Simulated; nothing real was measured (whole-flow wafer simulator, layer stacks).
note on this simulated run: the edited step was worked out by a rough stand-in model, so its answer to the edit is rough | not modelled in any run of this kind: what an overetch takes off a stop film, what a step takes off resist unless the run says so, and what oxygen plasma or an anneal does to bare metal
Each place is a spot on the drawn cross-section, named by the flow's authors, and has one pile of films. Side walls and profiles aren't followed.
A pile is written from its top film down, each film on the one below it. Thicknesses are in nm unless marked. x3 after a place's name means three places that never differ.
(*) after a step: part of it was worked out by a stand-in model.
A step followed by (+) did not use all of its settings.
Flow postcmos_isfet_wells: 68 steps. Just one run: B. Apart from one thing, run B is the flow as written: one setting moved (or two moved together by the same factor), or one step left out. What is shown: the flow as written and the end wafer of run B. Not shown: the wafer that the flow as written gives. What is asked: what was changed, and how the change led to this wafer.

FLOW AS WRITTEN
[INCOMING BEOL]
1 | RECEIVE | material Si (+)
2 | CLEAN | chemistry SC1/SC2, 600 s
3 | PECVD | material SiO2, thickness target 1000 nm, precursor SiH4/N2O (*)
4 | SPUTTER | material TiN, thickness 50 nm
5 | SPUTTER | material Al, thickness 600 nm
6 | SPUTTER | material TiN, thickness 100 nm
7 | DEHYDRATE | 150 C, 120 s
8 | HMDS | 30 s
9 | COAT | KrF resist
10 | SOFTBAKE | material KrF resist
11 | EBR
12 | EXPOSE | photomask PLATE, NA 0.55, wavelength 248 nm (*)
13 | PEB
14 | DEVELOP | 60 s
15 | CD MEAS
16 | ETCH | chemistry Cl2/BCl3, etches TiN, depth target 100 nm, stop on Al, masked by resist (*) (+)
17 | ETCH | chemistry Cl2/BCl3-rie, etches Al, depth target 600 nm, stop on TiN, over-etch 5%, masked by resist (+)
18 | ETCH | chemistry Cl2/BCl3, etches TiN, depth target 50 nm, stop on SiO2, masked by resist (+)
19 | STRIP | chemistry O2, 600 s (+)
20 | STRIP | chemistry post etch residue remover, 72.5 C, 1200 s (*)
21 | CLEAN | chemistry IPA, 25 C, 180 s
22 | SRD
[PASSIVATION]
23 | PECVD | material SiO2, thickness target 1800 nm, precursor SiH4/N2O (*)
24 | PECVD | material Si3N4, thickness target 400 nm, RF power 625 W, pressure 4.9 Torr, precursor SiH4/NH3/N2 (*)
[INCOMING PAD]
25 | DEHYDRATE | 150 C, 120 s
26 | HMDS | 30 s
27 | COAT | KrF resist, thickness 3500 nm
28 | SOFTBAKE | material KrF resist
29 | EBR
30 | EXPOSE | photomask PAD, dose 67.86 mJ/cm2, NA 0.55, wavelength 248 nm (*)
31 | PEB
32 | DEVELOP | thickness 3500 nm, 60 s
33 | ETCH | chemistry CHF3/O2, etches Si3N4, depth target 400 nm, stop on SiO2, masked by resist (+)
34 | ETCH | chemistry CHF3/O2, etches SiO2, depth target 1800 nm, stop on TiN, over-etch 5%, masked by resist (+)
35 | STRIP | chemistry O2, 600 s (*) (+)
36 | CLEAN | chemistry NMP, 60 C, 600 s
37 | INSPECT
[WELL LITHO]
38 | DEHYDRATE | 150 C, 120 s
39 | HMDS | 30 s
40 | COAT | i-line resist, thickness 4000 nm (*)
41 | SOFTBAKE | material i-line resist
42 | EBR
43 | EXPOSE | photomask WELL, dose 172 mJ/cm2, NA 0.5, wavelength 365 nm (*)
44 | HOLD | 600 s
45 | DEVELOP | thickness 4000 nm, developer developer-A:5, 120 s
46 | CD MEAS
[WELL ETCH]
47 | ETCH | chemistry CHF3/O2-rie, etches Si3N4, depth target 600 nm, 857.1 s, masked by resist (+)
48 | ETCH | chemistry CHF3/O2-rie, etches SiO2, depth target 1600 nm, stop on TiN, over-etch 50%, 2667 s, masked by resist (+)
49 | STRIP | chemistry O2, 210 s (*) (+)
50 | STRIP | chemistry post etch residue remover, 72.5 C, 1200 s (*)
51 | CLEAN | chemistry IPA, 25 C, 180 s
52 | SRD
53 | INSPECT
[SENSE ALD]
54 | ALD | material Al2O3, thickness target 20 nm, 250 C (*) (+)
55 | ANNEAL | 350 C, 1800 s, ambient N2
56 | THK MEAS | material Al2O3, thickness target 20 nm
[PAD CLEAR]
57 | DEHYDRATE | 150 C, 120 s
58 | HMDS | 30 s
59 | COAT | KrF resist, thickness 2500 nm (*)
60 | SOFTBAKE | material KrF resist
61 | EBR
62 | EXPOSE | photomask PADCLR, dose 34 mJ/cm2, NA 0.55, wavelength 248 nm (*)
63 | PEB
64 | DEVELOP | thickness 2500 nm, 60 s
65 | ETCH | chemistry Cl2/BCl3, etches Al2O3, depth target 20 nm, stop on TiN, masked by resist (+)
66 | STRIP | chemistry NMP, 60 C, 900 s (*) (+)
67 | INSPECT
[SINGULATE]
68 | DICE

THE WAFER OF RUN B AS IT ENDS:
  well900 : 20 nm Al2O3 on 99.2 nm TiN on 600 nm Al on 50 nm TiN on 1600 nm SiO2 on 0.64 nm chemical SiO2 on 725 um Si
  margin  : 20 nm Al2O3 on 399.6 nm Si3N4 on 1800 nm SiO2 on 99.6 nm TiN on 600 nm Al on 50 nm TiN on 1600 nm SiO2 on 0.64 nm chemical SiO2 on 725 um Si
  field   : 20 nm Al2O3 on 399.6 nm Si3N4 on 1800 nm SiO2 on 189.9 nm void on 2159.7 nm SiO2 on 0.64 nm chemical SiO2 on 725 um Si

Cause: step 3, PECVD: thickness target 1600 nm was run, though the flow has thickness target 1000 nm.
The wafer itself shows it: well900 has SiO2 1600, and step 3 as written asks for 1000 nm.

Step by step, how the change led to this:
  3 | PECVD | material SiO2, thickness target 1000 nm, precursor SiH4/N2O (*)
      field, margin, well900, well1300 x3, pad_rim, pad_clr, pad_open: +1600 SiO2 (new film) (in the flow as written it would be: +1000 SiO2 (new film))
